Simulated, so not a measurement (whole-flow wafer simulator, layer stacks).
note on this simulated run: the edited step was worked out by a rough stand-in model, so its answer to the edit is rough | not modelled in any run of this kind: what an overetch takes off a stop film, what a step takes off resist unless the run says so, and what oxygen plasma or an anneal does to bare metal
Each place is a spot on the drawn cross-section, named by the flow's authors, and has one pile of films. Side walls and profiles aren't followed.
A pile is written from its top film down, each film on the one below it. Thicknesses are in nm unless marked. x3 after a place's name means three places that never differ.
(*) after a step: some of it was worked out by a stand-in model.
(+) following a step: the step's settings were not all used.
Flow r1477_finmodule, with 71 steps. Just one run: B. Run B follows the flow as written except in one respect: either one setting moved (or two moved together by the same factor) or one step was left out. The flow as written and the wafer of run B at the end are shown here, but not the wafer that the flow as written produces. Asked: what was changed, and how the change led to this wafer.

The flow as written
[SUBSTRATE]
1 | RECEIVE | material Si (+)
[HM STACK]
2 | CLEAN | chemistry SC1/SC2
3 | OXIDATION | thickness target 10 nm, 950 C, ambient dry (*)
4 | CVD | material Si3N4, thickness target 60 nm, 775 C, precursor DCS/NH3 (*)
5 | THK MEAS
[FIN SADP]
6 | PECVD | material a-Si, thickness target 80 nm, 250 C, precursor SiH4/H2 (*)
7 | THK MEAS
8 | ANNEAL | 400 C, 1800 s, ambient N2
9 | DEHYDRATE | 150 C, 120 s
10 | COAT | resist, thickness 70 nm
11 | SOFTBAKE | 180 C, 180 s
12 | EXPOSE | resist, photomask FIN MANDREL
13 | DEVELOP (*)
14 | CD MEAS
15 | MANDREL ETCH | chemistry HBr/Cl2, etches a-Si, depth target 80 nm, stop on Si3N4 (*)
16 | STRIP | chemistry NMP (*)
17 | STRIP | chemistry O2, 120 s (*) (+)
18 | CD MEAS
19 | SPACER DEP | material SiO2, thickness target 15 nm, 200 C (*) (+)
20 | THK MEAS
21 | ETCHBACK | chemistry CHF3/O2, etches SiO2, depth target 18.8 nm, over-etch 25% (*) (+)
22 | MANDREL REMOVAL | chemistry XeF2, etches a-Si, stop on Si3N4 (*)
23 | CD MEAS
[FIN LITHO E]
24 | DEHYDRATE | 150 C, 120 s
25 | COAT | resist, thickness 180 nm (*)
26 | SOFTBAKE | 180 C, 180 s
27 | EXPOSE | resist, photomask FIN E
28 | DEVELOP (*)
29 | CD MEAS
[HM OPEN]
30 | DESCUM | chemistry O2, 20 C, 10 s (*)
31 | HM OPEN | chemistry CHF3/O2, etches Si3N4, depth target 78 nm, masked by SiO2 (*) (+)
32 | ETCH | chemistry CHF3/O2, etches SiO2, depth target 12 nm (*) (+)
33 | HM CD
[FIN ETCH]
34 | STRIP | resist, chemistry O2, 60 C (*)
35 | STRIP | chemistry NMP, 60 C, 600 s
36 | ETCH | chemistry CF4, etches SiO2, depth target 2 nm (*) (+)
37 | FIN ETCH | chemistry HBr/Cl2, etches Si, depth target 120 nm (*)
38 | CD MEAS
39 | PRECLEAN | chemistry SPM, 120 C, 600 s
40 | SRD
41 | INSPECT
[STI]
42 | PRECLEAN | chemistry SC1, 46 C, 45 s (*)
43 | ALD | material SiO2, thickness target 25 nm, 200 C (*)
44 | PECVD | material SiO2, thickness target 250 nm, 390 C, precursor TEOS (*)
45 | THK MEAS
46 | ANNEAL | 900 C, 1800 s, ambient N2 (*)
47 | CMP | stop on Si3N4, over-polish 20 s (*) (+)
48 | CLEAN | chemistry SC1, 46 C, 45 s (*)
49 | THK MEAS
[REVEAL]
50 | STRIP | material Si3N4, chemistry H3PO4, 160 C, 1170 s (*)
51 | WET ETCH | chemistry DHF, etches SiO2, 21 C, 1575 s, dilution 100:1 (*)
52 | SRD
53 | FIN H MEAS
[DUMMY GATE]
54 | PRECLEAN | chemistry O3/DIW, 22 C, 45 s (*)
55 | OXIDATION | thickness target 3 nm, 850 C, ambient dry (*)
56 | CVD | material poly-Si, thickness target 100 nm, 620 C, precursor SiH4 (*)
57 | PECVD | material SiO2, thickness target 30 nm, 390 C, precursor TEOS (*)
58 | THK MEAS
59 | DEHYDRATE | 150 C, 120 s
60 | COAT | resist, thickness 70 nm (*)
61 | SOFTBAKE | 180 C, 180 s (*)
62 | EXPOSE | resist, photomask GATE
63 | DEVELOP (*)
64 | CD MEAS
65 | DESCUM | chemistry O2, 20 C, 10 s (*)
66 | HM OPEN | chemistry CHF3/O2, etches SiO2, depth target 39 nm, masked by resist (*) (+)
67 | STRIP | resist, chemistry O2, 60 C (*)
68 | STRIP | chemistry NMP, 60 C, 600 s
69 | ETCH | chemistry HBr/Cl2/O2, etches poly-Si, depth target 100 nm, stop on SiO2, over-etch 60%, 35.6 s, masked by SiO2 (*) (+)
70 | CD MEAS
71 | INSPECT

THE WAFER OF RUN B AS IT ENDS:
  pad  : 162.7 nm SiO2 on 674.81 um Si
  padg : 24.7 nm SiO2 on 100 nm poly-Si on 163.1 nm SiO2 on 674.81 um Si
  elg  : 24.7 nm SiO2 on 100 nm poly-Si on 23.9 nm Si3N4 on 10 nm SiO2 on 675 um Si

The reason: step 37, FIN ETCH: depth target 180 nm was run, while the flow as written has depth target 120 nm.

Step by step, how the change led to this:
  37 | FIN ETCH | chemistry HBr/Cl2, etches Si, depth target 120 nm (*)
      pad, padg, esg and 19 more: Si loses 180 (in the flow as written it would be: Si loses 120)
      elg, e40lg, e100lg, e200lg, elo, e40lo, e100lo, e200lo: Si3N4 loses 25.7 (in the flow as written it would be: Si3N4 loses 17.1)
      (as well as at 6 more places)
  43 | ALD | material SiO2, thickness target 25 nm, 200 C (*)
      s40cg, s45cg, s50cg, s40co, s45co, s50co: SiO2 gains 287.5 (new film) (in the flow as written it would be: SiO2 gains 232.1 (new film))
      esg: SiO2 gains 245.7 (new film) (in the flow as written it would be: SiO2 gains 194.3 (new film))
  47 | CMP | stop on Si3N4, over-polish 20 s (*) (+)
      pad, padg, e40sg and 11 more: SiO2 loses 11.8 (in the flow as written it would be: SiO2 loses 71.8)
      elg, esg, e40lg and 6 more: SiO2 loses 233 (in the flow as written it would be: SiO2 loses 241.6)
      (as well as at 1 more place)
  51 | WET ETCH | chemistry DHF, etches SiO2, 21 C, 1575 s, dilution 100:1 (*)
      elg, e40lg, e100lg, e200lg, elo, e40lo, e100lo, e200lo: SiO2 loses 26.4 (all of it), Si3N4 loses 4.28 (in the flow as written it would be: SiO2 loses 17.8 (all of it), Si3N4 loses 4.97)
  56 | CVD | material poly-Si, thickness target 100 nm, 620 C, precursor SiH4 (*)
      esg: poly-Si gains 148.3 (new film) (in the flow as written it would be: poly-Si gains 156 (new film))
  60 | COAT | resist, thickness 70 nm (*)
      e40sg, eso, e40so: resist gains 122 (new film) (in the flow as written it would be: resist gains 129.5 (new film))
      e100sg, e100so: resist gains 122 (new film) (in the flow as written it would be: resist gains 129.4 (new film))
      (as well as at 2 more places)
  63 | DEVELOP (*)
      eso, e40so: resist loses 122 (all of it) (in the flow as written it would be: resist loses 129.5 (all of it))
      e100so: resist loses 122 (all of it) (in the flow as written it would be: resist loses 129.4 (all of it))
      (as well as at 1 more place)
  67 | STRIP | resist, chemistry O2, 60 C (*)
      e40sg: resist loses 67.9 (all of it) (in the flow as written it would be: resist loses 75.4 (all of it))
      e100sg: resist loses 67.9 (all of it) (in the flow as written it would be: resist loses 75.3 (all of it))
      (as well as at 1 more place)
